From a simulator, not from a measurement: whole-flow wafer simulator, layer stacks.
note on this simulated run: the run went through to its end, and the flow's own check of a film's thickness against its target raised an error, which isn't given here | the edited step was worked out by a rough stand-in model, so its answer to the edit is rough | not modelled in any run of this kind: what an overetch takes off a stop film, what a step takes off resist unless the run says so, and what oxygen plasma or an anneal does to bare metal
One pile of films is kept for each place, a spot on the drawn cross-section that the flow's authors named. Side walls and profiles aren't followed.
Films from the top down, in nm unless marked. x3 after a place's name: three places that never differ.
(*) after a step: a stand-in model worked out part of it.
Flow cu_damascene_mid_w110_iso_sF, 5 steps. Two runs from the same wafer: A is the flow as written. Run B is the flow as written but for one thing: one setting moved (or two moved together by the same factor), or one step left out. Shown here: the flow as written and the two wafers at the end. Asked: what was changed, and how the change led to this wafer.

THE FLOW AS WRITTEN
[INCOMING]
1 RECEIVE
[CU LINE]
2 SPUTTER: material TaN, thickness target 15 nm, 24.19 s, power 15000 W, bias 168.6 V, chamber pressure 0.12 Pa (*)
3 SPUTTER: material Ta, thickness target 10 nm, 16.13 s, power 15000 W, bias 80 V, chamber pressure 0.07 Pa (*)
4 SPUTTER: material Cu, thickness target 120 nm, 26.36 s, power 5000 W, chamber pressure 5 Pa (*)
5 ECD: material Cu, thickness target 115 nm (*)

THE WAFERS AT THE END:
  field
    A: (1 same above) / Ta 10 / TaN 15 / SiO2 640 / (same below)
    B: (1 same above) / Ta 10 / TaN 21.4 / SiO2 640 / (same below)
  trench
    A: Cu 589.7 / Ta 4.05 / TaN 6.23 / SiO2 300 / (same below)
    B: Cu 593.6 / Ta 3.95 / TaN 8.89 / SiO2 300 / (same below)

The cause: step 2, SPUTTER: thickness target 21.4 nm was run, where the flow has thickness target 15 nm; step 2, SPUTTER: 34.47 s was run, where the flow has 24.19 s.
It can be read off the wafer: field has TaN 21.4, and step 2 as written asks for 15 nm.

How the change led to this, step by step:
  2 SPUTTER: material TaN, thickness target 15 nm, 24.19 s, power 15000 W, bias 168.6 V, chamber pressure 0.12 Pa (*)
      field: A TaN +15 (new film) | B TaN +21.4 (new film)
      trench: A TaN +6.23 (new film) | B TaN +8.89 (new film)
  4 SPUTTER: material Cu, thickness target 120 nm, 26.36 s, power 5000 W, chamber pressure 5 Pa (*)
      trench: A Cu +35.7 (new film) | B Cu +34.9 (new film)
